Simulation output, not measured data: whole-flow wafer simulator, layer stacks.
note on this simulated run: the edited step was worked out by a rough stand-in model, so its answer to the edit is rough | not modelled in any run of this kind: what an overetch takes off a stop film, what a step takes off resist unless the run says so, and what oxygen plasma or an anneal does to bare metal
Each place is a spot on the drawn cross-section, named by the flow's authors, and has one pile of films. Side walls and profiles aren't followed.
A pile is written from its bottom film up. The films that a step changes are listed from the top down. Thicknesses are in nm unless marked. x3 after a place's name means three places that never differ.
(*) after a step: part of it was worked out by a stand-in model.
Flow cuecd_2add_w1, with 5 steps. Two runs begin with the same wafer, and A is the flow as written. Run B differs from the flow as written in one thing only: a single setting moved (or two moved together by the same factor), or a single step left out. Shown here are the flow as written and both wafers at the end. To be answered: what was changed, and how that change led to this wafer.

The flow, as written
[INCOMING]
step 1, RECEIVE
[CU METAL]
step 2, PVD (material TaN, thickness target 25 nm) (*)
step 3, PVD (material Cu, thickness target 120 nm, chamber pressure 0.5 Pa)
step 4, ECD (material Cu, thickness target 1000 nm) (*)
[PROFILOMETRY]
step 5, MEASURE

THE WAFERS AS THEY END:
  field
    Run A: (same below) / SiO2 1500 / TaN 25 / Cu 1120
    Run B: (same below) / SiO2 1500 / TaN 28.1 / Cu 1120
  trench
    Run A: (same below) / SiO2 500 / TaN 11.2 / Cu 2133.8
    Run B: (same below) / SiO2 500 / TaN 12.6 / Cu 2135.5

The reason: step 2, PVD: thickness target 28.1 nm was run, while the flow as written has thickness target 25 nm.
The wafer itself shows it: field has TaN 28.1, and step 2 as written asks for 25 nm.

Step by step, how the change led to this:
  step 2, PVD (material TaN, thickness target 25 nm) (*)
      field: A TaN gains 25 (new film) | B TaN gains 28.1 (new film)
      trench: A TaN gains 11.2 (new film) | B TaN gains 12.6 (new film)
